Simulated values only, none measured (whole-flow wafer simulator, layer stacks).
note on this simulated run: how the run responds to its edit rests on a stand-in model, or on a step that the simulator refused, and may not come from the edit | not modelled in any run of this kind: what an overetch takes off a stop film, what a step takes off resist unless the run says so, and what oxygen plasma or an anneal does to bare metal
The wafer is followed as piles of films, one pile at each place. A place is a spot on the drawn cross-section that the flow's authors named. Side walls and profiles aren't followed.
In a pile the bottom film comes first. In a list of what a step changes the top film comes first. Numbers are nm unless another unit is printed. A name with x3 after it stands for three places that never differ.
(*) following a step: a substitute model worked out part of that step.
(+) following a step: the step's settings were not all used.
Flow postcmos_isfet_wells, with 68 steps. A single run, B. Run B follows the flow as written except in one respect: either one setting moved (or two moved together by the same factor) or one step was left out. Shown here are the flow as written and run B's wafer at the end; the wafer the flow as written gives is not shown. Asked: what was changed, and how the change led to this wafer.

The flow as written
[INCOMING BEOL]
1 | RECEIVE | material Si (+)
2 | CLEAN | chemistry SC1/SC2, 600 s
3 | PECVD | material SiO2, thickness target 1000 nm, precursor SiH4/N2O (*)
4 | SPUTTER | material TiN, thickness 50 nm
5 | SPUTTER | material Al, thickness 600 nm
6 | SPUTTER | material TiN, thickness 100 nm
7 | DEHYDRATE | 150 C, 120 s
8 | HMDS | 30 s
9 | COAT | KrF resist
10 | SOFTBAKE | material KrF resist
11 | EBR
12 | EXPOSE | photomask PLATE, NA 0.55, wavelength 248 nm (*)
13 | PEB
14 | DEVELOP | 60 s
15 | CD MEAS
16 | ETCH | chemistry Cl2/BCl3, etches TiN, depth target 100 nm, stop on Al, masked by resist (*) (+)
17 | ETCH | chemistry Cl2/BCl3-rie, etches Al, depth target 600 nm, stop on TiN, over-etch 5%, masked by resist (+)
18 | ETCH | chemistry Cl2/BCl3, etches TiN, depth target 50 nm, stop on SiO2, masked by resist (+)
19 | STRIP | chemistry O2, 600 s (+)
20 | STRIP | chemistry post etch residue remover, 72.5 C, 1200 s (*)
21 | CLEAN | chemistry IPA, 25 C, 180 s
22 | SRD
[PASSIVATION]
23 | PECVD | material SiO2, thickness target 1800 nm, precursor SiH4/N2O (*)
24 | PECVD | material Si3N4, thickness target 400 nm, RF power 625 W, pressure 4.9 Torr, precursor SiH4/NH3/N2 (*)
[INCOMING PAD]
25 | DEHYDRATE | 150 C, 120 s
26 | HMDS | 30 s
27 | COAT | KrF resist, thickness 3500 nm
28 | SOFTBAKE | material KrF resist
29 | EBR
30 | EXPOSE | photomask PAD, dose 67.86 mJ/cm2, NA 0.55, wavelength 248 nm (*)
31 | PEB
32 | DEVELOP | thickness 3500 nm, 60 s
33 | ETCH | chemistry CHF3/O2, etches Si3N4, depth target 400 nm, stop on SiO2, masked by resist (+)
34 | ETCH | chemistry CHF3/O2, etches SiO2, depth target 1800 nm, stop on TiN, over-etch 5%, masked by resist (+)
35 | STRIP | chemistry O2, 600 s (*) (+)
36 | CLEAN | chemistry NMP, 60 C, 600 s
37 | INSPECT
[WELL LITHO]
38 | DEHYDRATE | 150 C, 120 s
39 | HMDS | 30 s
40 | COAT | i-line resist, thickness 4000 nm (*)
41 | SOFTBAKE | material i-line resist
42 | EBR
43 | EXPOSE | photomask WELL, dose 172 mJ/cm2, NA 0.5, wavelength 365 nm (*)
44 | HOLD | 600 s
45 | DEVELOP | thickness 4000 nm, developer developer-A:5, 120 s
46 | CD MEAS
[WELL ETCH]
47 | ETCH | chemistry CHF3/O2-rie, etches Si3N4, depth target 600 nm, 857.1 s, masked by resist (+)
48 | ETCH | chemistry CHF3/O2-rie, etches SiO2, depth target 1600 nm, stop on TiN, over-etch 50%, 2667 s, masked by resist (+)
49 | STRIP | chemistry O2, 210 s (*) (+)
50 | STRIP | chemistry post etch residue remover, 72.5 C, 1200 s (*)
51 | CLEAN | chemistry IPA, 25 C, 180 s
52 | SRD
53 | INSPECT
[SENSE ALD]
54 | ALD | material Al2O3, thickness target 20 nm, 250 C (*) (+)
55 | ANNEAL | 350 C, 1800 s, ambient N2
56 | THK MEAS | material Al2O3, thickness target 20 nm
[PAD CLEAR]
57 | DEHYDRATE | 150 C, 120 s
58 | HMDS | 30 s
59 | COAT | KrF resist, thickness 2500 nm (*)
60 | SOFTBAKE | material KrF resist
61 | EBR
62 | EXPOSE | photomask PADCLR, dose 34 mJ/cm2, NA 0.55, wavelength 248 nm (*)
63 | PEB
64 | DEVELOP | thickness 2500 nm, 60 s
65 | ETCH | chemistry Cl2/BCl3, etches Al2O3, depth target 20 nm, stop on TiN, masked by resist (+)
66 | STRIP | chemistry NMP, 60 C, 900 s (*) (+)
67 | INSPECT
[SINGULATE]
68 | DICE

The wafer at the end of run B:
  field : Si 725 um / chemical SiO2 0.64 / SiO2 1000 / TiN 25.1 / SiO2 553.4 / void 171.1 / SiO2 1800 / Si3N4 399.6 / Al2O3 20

Cause: step 18, ETCH: depth target 24.5 nm was run, though the flow has depth target 50 nm.

Step by step, how the change led to this:
  18 | ETCH | chemistry Cl2/BCl3, etches TiN, depth target 50 nm, stop on SiO2, masked by resist (+)
      field: TiN loses 24.5 (it would be, as written: TiN loses 50 (all of it))
      margin, well900, well1300 x3, pad_rim, pad_clr, pad_open: KrF resist loses 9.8 (it would be, as written: KrF resist loses 20)
  23 | PECVD | material SiO2, thickness target 1800 nm, precursor SiH4/N2O (*)
      field: SiO2 gains 1800 (new film), void gains 171.1 (new film), SiO2 gains 553.4 (new film) (it would be, as written: SiO2 gains 1800 (new film), void gains 189.9 (new film), SiO2 gains 559.7)
If metal films that touch count as one body, field has 1 body; the flow as written gives 0 bodies.
